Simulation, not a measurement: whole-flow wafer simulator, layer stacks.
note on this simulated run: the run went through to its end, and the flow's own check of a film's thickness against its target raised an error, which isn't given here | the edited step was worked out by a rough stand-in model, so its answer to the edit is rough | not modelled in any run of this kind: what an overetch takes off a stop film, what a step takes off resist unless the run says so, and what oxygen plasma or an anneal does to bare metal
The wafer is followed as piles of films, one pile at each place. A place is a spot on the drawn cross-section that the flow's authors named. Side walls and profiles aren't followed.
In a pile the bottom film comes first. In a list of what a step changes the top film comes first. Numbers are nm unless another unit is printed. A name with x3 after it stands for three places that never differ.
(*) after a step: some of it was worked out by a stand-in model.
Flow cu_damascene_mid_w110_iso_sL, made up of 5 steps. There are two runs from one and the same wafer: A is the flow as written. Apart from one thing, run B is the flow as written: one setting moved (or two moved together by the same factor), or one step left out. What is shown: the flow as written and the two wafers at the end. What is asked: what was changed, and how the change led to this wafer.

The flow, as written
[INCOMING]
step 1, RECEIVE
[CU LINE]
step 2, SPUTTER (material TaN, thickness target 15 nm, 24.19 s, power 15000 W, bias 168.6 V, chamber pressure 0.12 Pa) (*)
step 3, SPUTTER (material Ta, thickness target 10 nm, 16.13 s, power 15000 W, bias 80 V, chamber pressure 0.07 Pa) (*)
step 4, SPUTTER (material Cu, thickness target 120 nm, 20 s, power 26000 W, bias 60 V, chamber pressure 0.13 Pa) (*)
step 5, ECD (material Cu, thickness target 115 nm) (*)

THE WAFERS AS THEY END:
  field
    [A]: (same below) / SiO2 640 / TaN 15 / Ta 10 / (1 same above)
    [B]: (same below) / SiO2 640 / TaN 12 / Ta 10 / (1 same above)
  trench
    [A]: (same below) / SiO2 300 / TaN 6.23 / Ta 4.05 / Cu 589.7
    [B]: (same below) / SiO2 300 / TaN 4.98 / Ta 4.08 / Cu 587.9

Cause: step 2, SPUTTER: thickness target 12 nm was run, while the flow as written has thickness target 15 nm.
The wafer itself shows it: field has TaN 12, and step 2 as written asks for 15 nm.

How this came from the change, step by step:
  step 2, SPUTTER (material TaN, thickness target 15 nm, 24.19 s, power 15000 W, bias 168.6 V, chamber pressure 0.12 Pa) (*)
      field: A +15 TaN (new film) | B +12 TaN (new film)
      trench: A +6.23 TaN (new film) | B +4.98 TaN (new film)
